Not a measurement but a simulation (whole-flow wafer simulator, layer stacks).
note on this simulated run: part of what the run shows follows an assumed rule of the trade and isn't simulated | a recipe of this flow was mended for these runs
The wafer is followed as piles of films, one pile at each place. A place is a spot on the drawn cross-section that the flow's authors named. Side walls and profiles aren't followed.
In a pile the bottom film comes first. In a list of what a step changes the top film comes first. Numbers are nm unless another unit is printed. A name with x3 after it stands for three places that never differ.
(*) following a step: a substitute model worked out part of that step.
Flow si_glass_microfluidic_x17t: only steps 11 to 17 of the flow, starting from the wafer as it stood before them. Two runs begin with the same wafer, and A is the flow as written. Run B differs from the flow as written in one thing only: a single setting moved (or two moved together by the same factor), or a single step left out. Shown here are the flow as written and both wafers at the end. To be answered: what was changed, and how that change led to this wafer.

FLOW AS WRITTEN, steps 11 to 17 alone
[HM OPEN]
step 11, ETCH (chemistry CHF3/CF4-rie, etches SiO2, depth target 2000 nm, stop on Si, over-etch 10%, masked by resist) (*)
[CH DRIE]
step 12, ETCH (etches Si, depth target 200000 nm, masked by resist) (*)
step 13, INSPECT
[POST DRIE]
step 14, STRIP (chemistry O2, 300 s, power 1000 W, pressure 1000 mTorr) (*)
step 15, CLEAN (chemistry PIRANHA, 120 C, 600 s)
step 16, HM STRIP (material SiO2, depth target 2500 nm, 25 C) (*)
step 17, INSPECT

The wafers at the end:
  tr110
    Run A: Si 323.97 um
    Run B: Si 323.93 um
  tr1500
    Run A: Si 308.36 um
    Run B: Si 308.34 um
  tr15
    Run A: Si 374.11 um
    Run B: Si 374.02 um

Cause: step 11, ETCH: depth target 2432 nm was run, though the flow has depth target 2000 nm.

The path from the change to this, step by step:
  step 11, ETCH (chemistry CHF3/CF4-rie, etches SiO2, depth target 2000 nm, stop on Si, over-etch 10%, masked by resist) (*)
      tr110, tr1500, tr15: A SiO2 loses 2000 (all of it), Si loses 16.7 | B SiO2 loses 2000 (all of it), Si loses 56.3
      land: A thick-i-line-resist loses 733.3 | B thick-i-line-resist loses 891.7
  step 12, ETCH (etches Si, depth target 200000 nm, masked by resist) (*)
      tr1500: A Si loses 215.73 um | B Si loses 215.72 um
      tr15: A Si loses 149.99 um | B Si loses 150.03 um
  step 14, STRIP (chemistry O2, 300 s, power 1000 W, pressure 1000 mTorr) (*)
      land: A thick-i-line-resist loses 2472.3 (all of it) | B thick-i-line-resist loses 2314.2 (all of it)
